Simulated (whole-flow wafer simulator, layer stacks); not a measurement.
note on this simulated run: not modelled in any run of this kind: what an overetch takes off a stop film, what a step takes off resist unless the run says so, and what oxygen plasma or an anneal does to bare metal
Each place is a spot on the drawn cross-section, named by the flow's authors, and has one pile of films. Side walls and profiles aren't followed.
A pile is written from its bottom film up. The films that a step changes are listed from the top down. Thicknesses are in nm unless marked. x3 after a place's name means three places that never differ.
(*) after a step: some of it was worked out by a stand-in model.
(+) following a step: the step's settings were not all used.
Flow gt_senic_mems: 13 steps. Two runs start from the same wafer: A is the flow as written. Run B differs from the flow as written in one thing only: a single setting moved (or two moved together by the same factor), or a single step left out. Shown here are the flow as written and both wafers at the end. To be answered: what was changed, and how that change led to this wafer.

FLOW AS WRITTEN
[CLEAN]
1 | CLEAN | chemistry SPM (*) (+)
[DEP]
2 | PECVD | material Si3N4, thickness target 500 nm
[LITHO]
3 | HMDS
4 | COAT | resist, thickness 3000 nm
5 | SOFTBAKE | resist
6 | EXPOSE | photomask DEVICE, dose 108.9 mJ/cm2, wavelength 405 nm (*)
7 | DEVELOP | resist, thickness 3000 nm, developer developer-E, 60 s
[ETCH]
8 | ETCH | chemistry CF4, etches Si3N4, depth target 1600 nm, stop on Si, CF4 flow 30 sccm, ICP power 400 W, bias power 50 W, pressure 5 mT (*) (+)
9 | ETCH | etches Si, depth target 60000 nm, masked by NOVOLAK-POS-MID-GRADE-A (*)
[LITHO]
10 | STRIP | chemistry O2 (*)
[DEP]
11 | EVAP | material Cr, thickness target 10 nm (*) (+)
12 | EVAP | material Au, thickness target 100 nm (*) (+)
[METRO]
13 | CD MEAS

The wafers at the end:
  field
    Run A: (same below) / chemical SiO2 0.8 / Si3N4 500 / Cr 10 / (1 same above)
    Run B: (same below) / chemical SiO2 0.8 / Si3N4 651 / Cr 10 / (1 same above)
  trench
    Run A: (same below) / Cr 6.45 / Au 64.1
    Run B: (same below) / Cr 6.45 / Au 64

The reason: step 2, PECVD: thickness target 651 nm was run, whereas the flow has thickness target 500 nm.
One can read it off the wafer: field has Si3N4 651, and step 2 as written asks for 500 nm.

The path from the change to this, step by step:
  2 | PECVD | material Si3N4, thickness target 500 nm
      field, trench: A +500 Si3N4 (new film) | B +651 Si3N4 (new film)
  8 | ETCH | chemistry CF4, etches Si3N4, depth target 1600 nm, stop on Si, CF4 flow 30 sccm, ICP power 400 W, bias power 50 W, pressure 5 mT (*) (+)
      field: A -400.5 resist | B -501.2 resist
      trench: A -500 Si3N4 (all of it), -0.8 chemical SiO2 (all of it) | B -651 Si3N4 (all of it), -0.8 chemical SiO2 (all of it)
  10 | STRIP | chemistry O2 (*)
      field: A -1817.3 resist (all of it) | B -1716.6 resist (all of it)
